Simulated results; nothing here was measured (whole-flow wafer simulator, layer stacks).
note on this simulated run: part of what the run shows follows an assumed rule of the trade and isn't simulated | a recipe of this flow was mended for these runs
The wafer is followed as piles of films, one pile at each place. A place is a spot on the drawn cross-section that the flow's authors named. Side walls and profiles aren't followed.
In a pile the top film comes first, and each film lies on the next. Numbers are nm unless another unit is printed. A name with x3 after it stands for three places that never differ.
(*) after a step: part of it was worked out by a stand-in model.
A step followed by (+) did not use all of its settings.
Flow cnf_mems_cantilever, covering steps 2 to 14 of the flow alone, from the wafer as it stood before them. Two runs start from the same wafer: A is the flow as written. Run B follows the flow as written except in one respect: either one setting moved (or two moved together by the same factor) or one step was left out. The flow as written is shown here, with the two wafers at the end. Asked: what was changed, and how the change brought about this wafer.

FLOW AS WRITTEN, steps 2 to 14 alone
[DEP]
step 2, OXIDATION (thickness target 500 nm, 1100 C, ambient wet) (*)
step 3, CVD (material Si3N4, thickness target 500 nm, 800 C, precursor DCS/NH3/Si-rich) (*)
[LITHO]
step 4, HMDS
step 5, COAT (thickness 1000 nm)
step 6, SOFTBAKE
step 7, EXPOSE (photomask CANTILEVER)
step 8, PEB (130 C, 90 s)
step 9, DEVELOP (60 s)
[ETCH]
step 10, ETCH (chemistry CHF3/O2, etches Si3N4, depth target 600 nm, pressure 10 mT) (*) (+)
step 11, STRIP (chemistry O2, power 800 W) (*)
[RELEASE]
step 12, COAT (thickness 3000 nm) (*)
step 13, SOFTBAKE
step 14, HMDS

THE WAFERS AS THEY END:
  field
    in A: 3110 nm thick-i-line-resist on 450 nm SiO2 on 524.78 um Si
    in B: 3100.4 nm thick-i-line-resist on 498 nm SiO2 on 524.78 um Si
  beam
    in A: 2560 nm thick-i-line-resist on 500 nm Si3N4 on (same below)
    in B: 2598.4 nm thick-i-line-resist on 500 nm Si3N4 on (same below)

The reason: step 10, ETCH: depth target 504 nm was run, though the flow has depth target 600 nm.

How this came from the change, step by step:
  step 10, ETCH (chemistry CHF3/O2, etches Si3N4, depth target 600 nm, pressure 10 mT) (*) (+)
      field: A -500 Si3N4 (all of it), -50 SiO2 | B -500 Si3N4 (all of it), -2 SiO2
      beam: A -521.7 KrF-resist | B -438.3 KrF-resist
  step 11, STRIP (chemistry O2, power 800 W) (*)
      beam: A -460.9 KrF-resist (all of it) | B -544.4 KrF-resist (all of it)
  step 13, SOFTBAKE
      field: A +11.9 thick-i-line-resist | B +10.7 thick-i-line-resist
      beam: A -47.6 thick-i-line-resist | B -42.7 thick-i-line-resist
